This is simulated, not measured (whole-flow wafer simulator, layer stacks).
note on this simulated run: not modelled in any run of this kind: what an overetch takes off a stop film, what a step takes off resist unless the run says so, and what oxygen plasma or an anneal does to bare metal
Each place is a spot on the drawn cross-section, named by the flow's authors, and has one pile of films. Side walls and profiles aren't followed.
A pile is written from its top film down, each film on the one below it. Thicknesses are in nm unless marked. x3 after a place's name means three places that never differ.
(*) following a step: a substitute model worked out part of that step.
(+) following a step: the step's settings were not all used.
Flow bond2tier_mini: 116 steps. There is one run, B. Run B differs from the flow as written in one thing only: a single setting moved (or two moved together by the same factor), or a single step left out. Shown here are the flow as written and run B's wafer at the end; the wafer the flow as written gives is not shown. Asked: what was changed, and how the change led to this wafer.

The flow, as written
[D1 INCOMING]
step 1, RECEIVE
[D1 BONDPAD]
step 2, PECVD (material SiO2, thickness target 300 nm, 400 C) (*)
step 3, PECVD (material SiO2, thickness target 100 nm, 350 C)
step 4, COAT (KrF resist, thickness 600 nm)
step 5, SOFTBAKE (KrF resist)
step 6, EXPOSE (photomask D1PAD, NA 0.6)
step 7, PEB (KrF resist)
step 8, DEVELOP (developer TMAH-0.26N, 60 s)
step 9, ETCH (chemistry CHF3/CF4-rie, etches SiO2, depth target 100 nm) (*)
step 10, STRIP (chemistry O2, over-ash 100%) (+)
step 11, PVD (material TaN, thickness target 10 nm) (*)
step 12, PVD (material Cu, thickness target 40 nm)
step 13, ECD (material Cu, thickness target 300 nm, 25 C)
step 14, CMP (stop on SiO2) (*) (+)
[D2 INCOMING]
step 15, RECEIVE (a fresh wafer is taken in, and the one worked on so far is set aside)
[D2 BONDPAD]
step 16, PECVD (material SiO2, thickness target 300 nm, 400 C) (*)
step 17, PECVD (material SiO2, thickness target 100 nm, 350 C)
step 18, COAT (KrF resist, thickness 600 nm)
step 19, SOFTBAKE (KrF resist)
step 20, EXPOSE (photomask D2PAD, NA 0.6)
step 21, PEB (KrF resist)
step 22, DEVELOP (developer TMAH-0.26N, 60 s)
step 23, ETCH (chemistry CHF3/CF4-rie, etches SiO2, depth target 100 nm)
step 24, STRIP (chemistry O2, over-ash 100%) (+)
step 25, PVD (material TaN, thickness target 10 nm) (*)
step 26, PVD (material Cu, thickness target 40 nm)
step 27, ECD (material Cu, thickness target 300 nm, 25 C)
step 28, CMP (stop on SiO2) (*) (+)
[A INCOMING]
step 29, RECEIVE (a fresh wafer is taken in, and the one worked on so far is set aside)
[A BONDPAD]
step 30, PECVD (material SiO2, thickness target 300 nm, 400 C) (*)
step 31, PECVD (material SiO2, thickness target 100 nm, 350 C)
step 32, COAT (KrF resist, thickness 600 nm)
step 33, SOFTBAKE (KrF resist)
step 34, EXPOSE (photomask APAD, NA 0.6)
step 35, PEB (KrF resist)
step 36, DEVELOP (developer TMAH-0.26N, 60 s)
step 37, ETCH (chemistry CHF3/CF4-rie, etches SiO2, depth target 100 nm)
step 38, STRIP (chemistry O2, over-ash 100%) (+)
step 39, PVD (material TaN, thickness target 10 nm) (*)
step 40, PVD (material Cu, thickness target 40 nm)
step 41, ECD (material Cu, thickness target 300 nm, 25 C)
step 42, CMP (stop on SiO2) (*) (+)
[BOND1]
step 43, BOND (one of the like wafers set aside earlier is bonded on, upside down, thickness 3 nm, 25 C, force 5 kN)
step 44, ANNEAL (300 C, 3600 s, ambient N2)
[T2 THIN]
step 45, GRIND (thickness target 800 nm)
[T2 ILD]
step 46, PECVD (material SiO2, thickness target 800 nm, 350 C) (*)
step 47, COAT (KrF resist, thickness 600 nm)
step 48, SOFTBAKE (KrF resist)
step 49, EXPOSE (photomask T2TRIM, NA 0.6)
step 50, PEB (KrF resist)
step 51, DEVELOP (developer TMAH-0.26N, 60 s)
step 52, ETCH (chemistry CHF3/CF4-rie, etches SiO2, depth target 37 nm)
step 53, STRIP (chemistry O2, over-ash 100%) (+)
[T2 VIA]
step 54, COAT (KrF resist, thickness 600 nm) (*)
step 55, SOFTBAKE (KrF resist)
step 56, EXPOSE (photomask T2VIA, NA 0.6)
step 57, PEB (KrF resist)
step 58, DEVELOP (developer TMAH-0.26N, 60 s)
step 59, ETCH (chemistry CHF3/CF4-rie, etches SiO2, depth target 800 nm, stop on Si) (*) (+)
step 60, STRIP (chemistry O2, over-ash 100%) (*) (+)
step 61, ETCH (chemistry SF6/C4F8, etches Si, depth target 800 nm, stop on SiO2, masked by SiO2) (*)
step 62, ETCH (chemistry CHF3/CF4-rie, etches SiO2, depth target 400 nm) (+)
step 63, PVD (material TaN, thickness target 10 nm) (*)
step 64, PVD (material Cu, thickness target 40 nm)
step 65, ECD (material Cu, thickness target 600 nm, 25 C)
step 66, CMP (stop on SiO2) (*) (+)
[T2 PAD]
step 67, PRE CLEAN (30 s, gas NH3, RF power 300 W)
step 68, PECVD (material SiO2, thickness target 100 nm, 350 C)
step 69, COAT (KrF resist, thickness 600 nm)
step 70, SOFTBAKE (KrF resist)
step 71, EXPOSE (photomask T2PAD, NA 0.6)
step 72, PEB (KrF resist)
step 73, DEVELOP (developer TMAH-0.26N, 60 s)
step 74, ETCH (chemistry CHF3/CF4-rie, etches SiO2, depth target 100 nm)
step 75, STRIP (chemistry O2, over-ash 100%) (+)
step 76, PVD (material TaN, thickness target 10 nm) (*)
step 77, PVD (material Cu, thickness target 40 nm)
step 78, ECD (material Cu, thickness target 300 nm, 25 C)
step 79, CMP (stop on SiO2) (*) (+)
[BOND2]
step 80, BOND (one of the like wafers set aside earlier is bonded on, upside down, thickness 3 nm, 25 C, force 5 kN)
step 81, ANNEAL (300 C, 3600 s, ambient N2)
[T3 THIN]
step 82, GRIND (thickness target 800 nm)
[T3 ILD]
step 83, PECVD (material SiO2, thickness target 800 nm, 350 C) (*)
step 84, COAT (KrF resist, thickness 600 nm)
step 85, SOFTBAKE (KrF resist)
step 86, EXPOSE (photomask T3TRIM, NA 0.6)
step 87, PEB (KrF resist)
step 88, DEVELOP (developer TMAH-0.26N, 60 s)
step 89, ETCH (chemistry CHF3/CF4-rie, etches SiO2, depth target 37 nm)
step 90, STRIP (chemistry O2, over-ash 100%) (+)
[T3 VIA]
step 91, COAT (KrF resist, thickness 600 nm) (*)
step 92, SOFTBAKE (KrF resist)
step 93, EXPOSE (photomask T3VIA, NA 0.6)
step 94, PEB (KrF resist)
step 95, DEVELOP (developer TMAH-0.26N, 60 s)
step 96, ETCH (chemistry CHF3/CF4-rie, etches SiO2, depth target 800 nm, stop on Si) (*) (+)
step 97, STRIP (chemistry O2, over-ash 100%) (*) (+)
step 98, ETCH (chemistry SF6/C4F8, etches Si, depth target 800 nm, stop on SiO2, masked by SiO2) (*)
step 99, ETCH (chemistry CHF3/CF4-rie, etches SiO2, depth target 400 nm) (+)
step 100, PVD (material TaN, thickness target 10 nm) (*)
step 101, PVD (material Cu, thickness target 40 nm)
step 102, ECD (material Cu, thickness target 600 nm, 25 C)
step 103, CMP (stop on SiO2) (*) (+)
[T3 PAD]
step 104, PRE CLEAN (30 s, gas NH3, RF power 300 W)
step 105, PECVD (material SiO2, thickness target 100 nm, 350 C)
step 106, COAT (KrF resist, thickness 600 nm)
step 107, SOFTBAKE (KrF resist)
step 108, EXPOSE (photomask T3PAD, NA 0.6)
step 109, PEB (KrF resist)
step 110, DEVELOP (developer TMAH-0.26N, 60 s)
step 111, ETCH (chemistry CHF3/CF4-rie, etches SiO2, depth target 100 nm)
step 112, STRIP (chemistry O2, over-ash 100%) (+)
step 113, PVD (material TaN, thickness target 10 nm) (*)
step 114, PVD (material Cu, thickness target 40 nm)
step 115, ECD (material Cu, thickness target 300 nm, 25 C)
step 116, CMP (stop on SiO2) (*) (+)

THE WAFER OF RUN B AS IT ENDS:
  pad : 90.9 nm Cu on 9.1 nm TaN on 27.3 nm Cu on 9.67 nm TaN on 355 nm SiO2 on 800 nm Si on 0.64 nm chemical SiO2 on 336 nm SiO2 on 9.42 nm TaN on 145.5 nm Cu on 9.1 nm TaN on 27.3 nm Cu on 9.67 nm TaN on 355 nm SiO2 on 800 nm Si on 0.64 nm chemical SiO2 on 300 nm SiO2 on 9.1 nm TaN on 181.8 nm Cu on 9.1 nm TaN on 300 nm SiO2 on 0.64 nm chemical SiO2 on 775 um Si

The reason: step 23, ETCH: depth target 64 nm was run, whereas the flow has depth target 100 nm.

Step by step, how the change led to this:
  step 23, ETCH (chemistry CHF3/CF4-rie, etches SiO2, depth target 100 nm)
      pad, via: SiO2 loses 64 (as written it would have been: SiO2 loses 100)
      field: KrF resist loses 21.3 (as written it would have been: KrF resist loses 33.3)
  step 24, STRIP (chemistry O2, over-ash 100%) (+)
      field: KrF resist loses 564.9 (all of it) (as written it would have been: KrF resist loses 552.9 (all of it))
  step 26, PVD (material Cu, thickness target 40 nm)
      pad: Cu gains 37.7 (new film) (as written it would have been: Cu gains 36.4 (new film))
  step 27, ECD (material Cu, thickness target 300 nm, 25 C)
      pad: Cu gains 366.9 (as written it would have been: Cu gains 404.5)
      via: Cu gains 364 (as written it would have been: Cu gains 400.2)
  step 80, BOND (one of the like wafers set aside earlier is bonded on, upside down, thickness 3 nm, 25 C, force 5 kN)
      pad: Si gains 775 um (new film), chemical SiO2 gains 0.64 (new film), SiO2 gains 336 (new film), TaN gains 9.42 (new film), Cu gains 54.6 (as written it would have been: Si gains 775 um (new film), chemical SiO2 gains 0.64 (new film), SiO2 gains 300 (new film), TaN gains 9.1 (new film), Cu gains 90.9)
